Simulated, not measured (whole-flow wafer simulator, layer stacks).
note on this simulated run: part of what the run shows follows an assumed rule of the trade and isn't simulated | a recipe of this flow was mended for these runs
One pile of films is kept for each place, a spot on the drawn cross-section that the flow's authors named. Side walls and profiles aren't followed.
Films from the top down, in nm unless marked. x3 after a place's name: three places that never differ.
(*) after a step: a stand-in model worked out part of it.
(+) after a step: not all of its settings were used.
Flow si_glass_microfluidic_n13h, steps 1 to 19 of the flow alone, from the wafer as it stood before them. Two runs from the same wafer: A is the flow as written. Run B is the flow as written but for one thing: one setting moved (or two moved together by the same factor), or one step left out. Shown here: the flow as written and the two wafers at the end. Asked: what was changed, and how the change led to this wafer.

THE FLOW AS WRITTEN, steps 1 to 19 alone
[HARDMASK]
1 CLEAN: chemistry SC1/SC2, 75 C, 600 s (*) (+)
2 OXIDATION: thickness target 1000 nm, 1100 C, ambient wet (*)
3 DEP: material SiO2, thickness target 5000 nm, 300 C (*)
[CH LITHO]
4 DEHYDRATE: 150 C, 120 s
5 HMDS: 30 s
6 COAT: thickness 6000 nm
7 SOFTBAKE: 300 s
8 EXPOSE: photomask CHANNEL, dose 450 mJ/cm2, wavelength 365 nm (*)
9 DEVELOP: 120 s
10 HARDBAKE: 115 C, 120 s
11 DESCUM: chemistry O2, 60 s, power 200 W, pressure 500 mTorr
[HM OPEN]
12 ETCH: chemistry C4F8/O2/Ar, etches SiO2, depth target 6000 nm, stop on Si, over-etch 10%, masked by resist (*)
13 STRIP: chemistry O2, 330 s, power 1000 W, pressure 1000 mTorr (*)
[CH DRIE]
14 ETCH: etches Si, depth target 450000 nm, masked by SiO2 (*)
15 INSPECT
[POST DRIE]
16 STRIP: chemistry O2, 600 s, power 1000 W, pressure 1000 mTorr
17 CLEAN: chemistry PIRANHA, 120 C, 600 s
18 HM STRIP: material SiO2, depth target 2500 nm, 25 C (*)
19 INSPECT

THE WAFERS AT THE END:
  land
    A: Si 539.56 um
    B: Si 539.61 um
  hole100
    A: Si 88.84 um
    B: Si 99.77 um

The cause: step 2, OXIDATION: thickness target 880 nm was run, where the flow has thickness target 1000 nm; step 12, ETCH: depth target 5280 nm was run, where the flow has depth target 6000 nm.

How the change led to this, step by step:
  2 OXIDATION: thickness target 1000 nm, 1100 C, ambient wet (*)
      land, hole100: A SiO2 +1000 (new film), chemical SiO2 -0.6 (all of it), Si -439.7 | B SiO2 +880 (new film), chemical SiO2 -0.6 (all of it), Si -386.9
  12 ETCH: chemistry C4F8/O2/Ar, etches SiO2, depth target 6000 nm, stop on Si, over-etch 10%, masked by resist (*)
      hole100: A SiO2 -6000 (all of it), Si -75 | B SiO2 -5808
      land: A thick-i-line-resist -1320 | B thick-i-line-resist -1161.6
  13 STRIP: chemistry O2, 330 s, power 1000 W, pressure 1000 mTorr (*)
      hole100: A chemical SiO2 +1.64 (new film), Si -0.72 | B nothing
      land: A thick-i-line-resist -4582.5 (all of it) | B thick-i-line-resist -4740.9 (all of it)
  14 ETCH: etches Si, depth target 450000 nm, masked by SiO2 (*)
      hole100: A chemical SiO2 -1.64 (all of it), Si -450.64 um | B SiO2 -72 (all of it), Si -439.84 um
  18 HM STRIP: material SiO2, depth target 2500 nm, 25 C (*)
      land: A SiO2 -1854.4 (all of it) | B SiO2 -1735 (all of it)
